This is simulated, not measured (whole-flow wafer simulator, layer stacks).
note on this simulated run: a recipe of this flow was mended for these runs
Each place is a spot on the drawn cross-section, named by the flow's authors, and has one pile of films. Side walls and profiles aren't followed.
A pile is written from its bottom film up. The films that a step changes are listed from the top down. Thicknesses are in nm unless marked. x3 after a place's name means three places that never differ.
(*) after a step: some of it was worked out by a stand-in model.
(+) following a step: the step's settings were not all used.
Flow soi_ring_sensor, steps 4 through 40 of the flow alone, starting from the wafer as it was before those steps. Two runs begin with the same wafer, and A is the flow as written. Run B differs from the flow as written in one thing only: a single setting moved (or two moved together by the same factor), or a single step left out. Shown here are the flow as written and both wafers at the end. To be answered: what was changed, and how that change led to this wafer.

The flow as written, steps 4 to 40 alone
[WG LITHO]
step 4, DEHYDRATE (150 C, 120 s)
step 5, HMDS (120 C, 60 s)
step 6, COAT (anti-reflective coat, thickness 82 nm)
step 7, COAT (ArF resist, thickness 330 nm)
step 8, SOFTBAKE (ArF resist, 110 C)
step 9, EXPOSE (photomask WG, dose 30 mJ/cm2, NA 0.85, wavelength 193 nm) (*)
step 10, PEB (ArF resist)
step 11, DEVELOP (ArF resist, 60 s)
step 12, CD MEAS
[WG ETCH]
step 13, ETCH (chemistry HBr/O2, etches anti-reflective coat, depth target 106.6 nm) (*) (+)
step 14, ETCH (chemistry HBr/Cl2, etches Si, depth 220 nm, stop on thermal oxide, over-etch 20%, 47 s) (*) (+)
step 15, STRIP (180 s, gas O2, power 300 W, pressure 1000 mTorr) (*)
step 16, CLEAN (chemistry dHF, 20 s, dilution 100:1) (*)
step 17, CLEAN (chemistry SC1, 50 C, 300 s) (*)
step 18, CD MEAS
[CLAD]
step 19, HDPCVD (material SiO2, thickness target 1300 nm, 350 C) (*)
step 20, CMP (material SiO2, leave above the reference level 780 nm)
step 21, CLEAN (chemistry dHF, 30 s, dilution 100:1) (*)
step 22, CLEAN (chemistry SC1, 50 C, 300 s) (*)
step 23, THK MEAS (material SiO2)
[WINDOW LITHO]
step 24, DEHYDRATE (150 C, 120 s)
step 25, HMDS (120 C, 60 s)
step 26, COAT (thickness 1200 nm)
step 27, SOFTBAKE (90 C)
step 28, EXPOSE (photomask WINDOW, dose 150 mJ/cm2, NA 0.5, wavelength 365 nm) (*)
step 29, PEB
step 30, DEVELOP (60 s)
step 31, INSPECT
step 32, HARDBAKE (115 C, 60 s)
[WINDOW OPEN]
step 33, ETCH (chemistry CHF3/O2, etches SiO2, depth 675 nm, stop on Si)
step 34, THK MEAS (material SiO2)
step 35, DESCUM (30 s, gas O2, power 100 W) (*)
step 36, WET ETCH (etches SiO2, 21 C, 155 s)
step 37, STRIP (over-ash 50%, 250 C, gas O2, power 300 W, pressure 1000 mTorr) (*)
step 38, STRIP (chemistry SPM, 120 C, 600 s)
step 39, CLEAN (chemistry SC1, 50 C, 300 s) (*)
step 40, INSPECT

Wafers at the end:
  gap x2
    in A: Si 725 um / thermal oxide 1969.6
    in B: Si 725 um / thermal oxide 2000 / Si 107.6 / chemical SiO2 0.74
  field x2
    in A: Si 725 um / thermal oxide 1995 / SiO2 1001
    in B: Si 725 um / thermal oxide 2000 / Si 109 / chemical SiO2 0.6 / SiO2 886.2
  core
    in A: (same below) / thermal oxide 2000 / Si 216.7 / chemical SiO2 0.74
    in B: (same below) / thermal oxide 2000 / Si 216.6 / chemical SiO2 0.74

The reason: step 13, ETCH: chemistry HBr/O2, etches anti-reflective coat, depth target 106.6 nm (*) (+), was not run.

How this came from the change, step by step:
  step 14, ETCH (chemistry HBr/Cl2, etches Si, depth 220 nm, stop on thermal oxide, over-etch 20%, 47 s) (*) (+)
      gap x2, field x2: A Si loses 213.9 (all of it), thermal oxide loses 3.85 | B anti-reflective coat loses 82 (all of it), chemical SiO2 loses 0.6 (all of it), Si loses 108.6
  step 15, STRIP (180 s, gas O2, power 300 W, pressure 1000 mTorr) (*)
      gap x2, field x2: A nothing | B chemical SiO2 gains 1.3 (new film), Si loses 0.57
      core, core_clad: A ArF resist loses 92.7 (all of it), anti-reflective coat loses 82 (all of it), chemical SiO2 gains 0.6, Si loses 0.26 | B ArF resist loses 199.3 (all of it), anti-reflective coat loses 82 (all of it), chemical SiO2 gains 0.53, Si loses 0.24
  step 16, CLEAN (chemistry dHF, 20 s, dilution 100:1) (*)
      gap x2, field x2: A thermal oxide loses 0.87 | B chemical SiO2 loses 1.3 (all of it)
  step 17, CLEAN (chemistry SC1, 50 C, 300 s) (*)
      gap x2, field x2: A thermal oxide loses 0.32 | B chemical SiO2 gains 0.6 (new film), Si loses 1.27
  step 20, CMP (material SiO2, leave above the reference level 780 nm)
      gap x2, field x2: A SiO2 loses 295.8 | B SiO2 loses 410.5
  step 36, WET ETCH (etches SiO2, 21 C, 155 s)
      gap x2: A SiO2 loses 326.6 (all of it), thermal oxide loses 25 | B SiO2 loses 211.9 (all of it), chemical SiO2 loses 0.6 (all of it), Si loses 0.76
  step 37, STRIP (over-ash 50%, 250 C, gas O2, power 300 W, pressure 1000 mTorr) (*)
      gap x2: A nothing | B chemical SiO2 gains 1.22 (new film), Si loses 0.54
